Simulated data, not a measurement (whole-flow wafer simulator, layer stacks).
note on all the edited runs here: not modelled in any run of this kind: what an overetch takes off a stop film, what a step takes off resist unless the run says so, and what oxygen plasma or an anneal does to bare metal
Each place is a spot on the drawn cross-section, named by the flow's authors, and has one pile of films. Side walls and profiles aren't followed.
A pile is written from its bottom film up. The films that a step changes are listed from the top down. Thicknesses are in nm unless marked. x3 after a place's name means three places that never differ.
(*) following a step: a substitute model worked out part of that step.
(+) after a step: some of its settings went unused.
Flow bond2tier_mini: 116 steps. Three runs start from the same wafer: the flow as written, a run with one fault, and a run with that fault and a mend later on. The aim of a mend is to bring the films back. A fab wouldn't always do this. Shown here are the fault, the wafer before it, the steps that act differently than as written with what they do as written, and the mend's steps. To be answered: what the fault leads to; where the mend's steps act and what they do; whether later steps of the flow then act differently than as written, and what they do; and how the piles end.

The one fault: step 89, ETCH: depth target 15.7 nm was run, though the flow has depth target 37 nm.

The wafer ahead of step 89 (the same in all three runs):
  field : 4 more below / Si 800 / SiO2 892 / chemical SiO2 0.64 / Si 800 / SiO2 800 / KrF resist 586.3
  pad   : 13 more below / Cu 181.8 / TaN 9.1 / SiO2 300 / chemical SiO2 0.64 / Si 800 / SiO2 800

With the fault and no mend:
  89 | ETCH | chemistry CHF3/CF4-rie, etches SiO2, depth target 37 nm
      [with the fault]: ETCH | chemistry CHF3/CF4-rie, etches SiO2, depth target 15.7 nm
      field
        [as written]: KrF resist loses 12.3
        [with the fault]: KrF resist loses 5.23
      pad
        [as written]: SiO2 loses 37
        [with the fault]: SiO2 loses 15.7
  Steps further on in the flow that do not act as written (not shown: 3 more steps that differ only slightly, by at most 2% or 0.5 nm, whichever is larger):
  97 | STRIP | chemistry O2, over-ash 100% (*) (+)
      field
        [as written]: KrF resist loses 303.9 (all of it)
        [with the fault]: KrF resist loses 312.9 (all of it)
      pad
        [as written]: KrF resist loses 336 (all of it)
        [with the fault]: KrF resist loses 326.5 (all of it)
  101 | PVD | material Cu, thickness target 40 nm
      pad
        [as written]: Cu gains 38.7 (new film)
        [with the fault]: Cu gains 39.5 (new film)
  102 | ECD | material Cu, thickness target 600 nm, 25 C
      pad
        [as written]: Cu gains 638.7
        [with the fault]: Cu gains 616.4
  The piles end different from the flow's at pad by more than 2% or 0.5 nm, whichever is larger.
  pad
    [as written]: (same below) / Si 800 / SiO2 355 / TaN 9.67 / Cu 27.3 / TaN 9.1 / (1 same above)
    [with the fault]: (same below) / Si 800 / SiO2 376.3 / TaN 9.87 / Cu 5.83 / TaN 9.1 / (1 same above)

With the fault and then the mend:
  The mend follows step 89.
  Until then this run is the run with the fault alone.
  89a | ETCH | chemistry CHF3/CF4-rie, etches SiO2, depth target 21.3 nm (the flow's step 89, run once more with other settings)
      field
        KrF resist loses 7.1
      pad
        SiO2 loses 21.3
  Later steps of the flow that are run all act as written at every place that is followed.
  At every place that both follow, the piles at the end match the flow's.
